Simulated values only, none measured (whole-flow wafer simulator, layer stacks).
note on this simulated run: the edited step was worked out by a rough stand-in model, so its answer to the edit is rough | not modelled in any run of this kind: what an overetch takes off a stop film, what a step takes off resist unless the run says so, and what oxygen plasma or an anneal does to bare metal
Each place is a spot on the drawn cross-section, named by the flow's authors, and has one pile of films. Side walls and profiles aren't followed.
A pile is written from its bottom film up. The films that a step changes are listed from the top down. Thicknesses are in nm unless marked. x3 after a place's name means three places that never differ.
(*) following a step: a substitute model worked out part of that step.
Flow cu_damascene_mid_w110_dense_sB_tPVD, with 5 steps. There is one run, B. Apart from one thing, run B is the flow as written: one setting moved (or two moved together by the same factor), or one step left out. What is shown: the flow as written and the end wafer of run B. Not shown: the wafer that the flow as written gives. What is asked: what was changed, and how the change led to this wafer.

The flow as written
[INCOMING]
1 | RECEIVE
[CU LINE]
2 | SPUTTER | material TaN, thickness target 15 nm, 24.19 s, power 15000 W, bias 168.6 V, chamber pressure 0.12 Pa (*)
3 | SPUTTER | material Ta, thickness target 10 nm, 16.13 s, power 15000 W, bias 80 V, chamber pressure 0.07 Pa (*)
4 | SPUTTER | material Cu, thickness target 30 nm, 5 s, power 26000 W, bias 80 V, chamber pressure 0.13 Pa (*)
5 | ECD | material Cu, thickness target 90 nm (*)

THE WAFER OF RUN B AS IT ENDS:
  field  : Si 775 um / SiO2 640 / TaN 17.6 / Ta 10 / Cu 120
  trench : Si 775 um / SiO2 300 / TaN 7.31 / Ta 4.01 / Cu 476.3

What caused this: step 2, SPUTTER: thickness target 17.6 nm was run, whereas the flow has thickness target 15 nm; step 2, SPUTTER: 28.42 s was run, where the flow has 24.19 s.
The wafer itself shows it: field has TaN 17.6, and step 2 as written asks for 15 nm.

Step by step, how the change led to this:
  2 | SPUTTER | material TaN, thickness target 15 nm, 24.19 s, power 15000 W, bias 168.6 V, chamber pressure 0.12 Pa (*)
      field: TaN gains 17.6 (new film) (it would be, as written: TaN gains 15 (new film))
      trench: TaN gains 7.31 (new film) (it would be, as written: TaN gains 6.23 (new film))
